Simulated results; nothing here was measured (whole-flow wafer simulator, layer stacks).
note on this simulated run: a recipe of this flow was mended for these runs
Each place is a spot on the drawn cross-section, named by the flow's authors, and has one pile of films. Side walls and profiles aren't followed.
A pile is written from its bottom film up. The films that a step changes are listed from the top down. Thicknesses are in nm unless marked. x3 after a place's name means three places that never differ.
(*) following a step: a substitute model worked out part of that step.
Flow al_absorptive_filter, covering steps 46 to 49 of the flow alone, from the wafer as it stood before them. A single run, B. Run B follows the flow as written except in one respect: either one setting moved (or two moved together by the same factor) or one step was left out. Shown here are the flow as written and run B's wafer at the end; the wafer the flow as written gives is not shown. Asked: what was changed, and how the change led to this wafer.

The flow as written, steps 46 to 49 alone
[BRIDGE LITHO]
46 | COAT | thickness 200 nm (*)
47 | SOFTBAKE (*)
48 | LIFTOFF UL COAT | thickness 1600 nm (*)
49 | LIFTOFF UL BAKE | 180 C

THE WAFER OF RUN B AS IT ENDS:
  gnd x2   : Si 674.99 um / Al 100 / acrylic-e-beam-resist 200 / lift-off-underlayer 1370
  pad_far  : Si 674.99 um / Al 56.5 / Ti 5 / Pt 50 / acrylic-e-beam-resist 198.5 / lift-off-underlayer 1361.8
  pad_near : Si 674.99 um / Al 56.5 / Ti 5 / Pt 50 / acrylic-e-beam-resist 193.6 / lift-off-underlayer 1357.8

The reason: step 48, LIFTOFF UL COAT: thickness 1370 nm was run, while the flow as written has thickness 1600 nm.
The wafer lets one read it off: gnd x2 has lift-off-underlayer 1370, and step 48 as written asks for 1600 nm.

How this came from the change, step by step:
  48 | LIFTOFF UL COAT | thickness 1600 nm (*)
      gnd x2, idc_field: +1370 lift-off-underlayer (new film) (in the flow as written it would be: +1600 lift-off-underlayer (new film))
      pad_far: +1361.8 lift-off-underlayer (new film) (in the flow as written it would be: +1591.1 lift-off-underlayer (new film))
      (also at 10 further places)
